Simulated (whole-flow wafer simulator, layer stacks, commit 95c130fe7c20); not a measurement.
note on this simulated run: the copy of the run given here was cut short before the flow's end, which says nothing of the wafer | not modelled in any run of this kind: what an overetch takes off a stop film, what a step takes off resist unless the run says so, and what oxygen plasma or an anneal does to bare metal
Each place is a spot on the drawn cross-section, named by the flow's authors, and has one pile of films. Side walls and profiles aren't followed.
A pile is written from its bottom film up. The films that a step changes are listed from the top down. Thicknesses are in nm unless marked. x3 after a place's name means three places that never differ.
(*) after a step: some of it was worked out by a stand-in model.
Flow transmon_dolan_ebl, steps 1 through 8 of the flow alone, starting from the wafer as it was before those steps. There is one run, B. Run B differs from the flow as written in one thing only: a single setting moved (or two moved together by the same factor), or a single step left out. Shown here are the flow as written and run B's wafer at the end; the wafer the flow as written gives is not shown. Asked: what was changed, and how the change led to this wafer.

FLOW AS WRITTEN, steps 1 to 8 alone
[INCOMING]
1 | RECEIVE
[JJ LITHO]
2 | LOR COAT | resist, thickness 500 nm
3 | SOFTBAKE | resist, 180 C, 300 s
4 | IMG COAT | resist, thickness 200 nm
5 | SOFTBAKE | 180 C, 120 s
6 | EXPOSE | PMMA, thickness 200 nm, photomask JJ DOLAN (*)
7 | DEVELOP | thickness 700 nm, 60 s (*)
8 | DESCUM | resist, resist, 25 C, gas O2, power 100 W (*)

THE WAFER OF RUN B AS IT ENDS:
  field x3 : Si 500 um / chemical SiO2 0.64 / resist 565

Cause: step 4, IMG COAT: thickness 80 nm was run, though the flow has thickness 200 nm.

How this came from the change, step by step:
  4 | IMG COAT | resist, thickness 200 nm
      field x3, jj_line: resist gains 80 (it would be, as written: resist gains 200)
  7 | DEVELOP | thickness 700 nm, 60 s (*)
      jj_line: resist loses 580 (all of it) (it would be, as written: resist loses 700 (all of it))
